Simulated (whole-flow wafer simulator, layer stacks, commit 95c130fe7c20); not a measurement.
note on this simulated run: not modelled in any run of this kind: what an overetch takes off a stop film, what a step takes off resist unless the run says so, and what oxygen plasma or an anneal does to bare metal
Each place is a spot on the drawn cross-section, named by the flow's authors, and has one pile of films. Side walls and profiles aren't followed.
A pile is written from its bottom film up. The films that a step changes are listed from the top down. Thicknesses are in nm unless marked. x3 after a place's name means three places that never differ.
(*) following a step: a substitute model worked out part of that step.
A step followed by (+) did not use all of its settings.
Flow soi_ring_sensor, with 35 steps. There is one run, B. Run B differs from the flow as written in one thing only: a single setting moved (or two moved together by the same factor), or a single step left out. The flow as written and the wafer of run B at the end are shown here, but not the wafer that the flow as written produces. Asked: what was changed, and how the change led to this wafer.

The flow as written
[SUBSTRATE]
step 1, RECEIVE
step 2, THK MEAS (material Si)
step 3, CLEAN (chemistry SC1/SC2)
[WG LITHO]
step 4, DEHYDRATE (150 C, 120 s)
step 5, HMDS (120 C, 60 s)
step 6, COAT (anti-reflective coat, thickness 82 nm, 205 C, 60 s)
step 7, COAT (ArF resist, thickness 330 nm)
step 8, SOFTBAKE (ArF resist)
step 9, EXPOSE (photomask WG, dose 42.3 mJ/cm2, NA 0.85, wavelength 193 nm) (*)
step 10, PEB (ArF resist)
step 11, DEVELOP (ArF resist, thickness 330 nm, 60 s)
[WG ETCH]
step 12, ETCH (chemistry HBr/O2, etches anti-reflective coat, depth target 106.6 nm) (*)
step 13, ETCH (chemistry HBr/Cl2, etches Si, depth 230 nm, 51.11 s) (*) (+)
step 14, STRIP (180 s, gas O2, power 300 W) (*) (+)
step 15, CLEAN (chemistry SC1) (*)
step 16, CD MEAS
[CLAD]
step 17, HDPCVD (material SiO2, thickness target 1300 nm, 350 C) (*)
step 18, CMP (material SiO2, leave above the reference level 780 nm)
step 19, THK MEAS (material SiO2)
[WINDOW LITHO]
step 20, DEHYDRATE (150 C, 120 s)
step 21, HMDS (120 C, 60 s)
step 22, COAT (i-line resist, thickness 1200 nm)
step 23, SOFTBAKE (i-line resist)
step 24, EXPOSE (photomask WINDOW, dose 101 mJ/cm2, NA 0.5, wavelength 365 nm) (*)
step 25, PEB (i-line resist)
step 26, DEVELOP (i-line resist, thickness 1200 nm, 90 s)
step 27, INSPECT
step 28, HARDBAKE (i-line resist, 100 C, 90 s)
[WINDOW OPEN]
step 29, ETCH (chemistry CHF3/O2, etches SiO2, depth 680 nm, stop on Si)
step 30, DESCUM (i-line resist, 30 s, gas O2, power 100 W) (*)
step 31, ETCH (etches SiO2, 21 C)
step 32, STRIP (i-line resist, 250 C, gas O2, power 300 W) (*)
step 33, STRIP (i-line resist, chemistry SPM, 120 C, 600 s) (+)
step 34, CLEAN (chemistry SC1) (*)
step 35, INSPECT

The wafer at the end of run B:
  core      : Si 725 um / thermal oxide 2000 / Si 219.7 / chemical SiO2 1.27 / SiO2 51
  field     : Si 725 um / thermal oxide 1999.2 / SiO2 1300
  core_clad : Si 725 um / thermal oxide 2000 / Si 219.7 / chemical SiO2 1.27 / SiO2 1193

What caused this: step 18, CMP: leave above the reference level 1193 nm was run, though the flow has leave above the reference level 780 nm.
The wafer lets one read it off: core_clad has SiO2 1193, and step 18 as written asks for 780 nm.

Step by step, how the change led to this:
  step 18, CMP (material SiO2, leave above the reference level 780 nm)
      gap, window, field, gap_clad: nothing (it would be, as written: -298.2 SiO2)
      core, core_clad: -107 SiO2 (it would be, as written: -520 SiO2)
  step 22, COAT (i-line resist, thickness 1200 nm)
      core, core_clad: +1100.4 i-line resist (new film) (it would be, as written: +1200 i-line resist (new film))
  step 23, SOFTBAKE (i-line resist)
      core, core_clad: -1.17 i-line resist (it would be, as written: nothing)
      gap, gap_clad: -1.48 i-line resist (it would be, as written: nothing)
  step 25, PEB (i-line resist)
      core, core_clad: -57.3 i-line resist (it would be, as written: -62.8 i-line resist)
  step 26, DEVELOP (i-line resist, thickness 1200 nm, 90 s)
      core: -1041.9 i-line resist (all of it) (it would be, as written: -1137.2 i-line resist (all of it))
  step 31, ETCH (etches SiO2, 21 C)
      core: -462 SiO2 (it would be, as written: -100 SiO2 (all of it), -1.27 chemical SiO2 (all of it))
  step 32, STRIP (i-line resist, 250 C, gas O2, power 300 W) (*)
      core: nothing (it would be, as written: +1.23 chemical SiO2 (new film), -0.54 Si)
      core_clad: -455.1 i-line resist (all of it) (it would be, as written: -550.1 i-line resist (all of it))
